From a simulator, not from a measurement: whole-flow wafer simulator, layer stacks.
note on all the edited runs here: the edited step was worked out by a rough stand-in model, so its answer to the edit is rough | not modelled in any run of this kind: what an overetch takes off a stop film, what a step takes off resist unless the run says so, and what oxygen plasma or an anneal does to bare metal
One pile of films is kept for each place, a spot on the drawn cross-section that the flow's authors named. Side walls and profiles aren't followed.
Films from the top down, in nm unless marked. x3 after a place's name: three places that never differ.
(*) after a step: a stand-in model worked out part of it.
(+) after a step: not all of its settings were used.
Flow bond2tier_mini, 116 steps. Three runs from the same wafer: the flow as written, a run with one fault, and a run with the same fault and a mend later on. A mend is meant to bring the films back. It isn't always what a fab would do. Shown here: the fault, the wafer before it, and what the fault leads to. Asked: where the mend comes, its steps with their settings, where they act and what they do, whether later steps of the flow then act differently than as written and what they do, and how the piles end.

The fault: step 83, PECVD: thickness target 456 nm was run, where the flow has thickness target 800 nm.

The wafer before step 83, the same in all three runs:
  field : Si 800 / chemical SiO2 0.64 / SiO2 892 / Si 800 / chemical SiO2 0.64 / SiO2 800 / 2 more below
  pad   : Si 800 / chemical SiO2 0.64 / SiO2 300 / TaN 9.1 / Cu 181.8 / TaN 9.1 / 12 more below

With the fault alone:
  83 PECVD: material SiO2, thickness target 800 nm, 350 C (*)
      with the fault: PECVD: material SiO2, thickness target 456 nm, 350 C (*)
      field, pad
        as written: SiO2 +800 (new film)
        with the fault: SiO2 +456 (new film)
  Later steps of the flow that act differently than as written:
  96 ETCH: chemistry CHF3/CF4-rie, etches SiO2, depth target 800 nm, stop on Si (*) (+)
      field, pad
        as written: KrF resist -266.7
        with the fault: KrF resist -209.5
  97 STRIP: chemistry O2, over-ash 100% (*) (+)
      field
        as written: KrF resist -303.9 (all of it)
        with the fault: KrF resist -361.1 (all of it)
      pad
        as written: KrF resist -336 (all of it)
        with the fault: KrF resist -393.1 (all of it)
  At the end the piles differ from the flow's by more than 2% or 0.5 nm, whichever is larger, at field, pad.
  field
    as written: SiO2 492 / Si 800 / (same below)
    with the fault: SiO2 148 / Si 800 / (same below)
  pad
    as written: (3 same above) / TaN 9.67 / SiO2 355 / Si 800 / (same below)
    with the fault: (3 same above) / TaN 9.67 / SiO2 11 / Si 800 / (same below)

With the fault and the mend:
  The mend comes after step 88.
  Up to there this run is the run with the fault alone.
  88a STRIP: chemistry O2, over-ash 100% (+)
      field
        KrF resist -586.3 (all of it)
  88b PECVD: material SiO2, thickness target 344 nm, 350 C (*) (the flow's step 83 once more, with other settings)
      field, pad
        SiO2 +344
  88c COAT: KrF resist, thickness 600 nm (the flow's step 84 once more)
      field, pad
        KrF resist +600 (new film)
  88d SOFTBAKE: KrF resist (the flow's step 85 once more)
      changes no film at any place that is followed
  88e EXPOSE: photomask T3TRIM, NA 0.6 (the flow's step 86 once more)
      changes no film at any place that is followed
  88f PEB: KrF resist (the flow's step 87 once more)
      changes no film at any place that is followed
  88g DEVELOP: developer TMAH-0.26N, 60 s (the flow's step 88 once more)
      field
        KrF resist -13.7
      pad
        KrF resist -600 (all of it)
  No later step of the flow acts differently than as written at any place that is followed.
  At the end the piles are the same as the flow's at every place that both follow.
